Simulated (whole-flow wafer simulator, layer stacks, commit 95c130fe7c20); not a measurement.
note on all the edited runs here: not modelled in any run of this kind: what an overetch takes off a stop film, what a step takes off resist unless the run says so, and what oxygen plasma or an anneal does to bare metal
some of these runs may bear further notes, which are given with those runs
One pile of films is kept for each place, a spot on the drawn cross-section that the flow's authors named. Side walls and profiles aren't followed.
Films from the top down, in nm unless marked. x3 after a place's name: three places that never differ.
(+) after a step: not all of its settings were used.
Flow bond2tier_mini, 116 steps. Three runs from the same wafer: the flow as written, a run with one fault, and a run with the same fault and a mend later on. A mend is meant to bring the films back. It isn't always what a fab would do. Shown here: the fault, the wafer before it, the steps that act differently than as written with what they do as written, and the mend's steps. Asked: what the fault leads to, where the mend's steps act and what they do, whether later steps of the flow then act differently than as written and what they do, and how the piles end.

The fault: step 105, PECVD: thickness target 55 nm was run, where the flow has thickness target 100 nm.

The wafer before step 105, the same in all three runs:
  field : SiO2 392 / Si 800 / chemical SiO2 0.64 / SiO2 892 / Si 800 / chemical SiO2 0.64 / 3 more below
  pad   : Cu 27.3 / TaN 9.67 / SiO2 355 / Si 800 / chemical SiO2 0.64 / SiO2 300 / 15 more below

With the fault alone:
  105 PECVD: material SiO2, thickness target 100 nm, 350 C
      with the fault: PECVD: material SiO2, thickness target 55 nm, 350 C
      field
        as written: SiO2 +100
        with the fault: SiO2 +55
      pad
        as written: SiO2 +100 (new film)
        with the fault: SiO2 +55 (new film)
  Later steps of the flow that act differently than as written (2 more steps differ only slightly, by at most 2% or 0.5 nm, whichever is larger, and aren't shown):
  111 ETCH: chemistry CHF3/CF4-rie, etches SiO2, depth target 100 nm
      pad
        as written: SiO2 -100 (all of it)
        with the fault: SiO2 -55 (all of it), Cu -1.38
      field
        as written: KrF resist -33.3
        with the fault: KrF resist -27.5
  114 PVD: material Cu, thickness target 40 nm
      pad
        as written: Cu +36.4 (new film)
        with the fault: Cu +38 (new film)
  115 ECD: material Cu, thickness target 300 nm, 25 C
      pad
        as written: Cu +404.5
        with the fault: Cu +358.9
  At the end the piles differ from the flow's by more than 2% or 0.5 nm, whichever is larger, at field, pad.
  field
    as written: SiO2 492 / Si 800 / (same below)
    with the fault: SiO2 447 / Si 800 / (same below)
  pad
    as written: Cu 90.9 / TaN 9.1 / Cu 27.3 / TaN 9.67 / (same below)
    with the fault: Cu 46.8 / TaN 9.54 / Cu 26 / TaN 9.67 / (same below)

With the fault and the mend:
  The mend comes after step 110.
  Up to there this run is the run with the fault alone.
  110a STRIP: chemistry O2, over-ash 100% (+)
      field
        KrF resist -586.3 (all of it)
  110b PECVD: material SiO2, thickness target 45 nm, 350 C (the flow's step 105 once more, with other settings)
      field, pad
        SiO2 +45
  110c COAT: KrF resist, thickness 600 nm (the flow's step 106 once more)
      field, pad
        KrF resist +600 (new film)
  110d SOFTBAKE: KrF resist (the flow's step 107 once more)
      changes no film at any place that is followed
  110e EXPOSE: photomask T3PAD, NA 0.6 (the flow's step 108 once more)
      changes no film at any place that is followed
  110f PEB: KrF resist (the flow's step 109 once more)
      changes no film at any place that is followed
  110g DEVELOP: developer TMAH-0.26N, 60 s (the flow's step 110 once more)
      field
        KrF resist -13.7
      pad
        KrF resist -600 (all of it)
  No later step of the flow acts differently than as written at any place that is followed.
  At the end the piles are the same as the flow's at every place that both follow.
